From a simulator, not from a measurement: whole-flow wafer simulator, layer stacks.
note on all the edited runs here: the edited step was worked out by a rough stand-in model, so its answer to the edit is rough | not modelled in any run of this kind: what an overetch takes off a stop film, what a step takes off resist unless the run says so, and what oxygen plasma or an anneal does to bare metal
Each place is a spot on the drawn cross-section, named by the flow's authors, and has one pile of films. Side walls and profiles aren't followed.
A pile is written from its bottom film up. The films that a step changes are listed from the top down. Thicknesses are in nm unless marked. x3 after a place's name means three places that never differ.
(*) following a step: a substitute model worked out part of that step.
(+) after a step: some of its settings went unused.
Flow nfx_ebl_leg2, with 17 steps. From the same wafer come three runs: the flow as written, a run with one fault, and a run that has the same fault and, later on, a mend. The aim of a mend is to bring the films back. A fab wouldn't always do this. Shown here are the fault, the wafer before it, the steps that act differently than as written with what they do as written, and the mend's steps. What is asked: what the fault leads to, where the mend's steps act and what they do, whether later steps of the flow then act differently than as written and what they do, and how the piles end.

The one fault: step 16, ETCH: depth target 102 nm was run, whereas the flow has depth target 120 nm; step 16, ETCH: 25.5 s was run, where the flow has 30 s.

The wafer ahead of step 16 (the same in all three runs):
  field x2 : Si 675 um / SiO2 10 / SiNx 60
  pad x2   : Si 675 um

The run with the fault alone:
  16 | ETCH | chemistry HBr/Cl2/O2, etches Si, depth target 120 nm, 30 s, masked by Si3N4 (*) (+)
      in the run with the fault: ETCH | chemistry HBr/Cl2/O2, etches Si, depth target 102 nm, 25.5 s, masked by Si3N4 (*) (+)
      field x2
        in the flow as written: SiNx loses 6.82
        in the run with the fault: SiNx loses 5.8
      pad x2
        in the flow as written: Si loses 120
        in the run with the fault: Si loses 102
  Every later step of the flow that is run acts as written at every place that is followed.
  The piles end only slightly different from the flow's at the places that both follow, by no more than 2% or 0.5 nm, whichever is larger.

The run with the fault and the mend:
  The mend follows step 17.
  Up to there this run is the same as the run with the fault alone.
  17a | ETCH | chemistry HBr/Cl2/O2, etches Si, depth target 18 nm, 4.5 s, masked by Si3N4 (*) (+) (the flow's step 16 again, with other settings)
      field x2
        SiNx loses 1.02
      pad x2
        Si loses 18
  Every later step of the flow that is run acts as written at every place that is followed.
  By the end, the piles equal the flow's at every place that both follow.
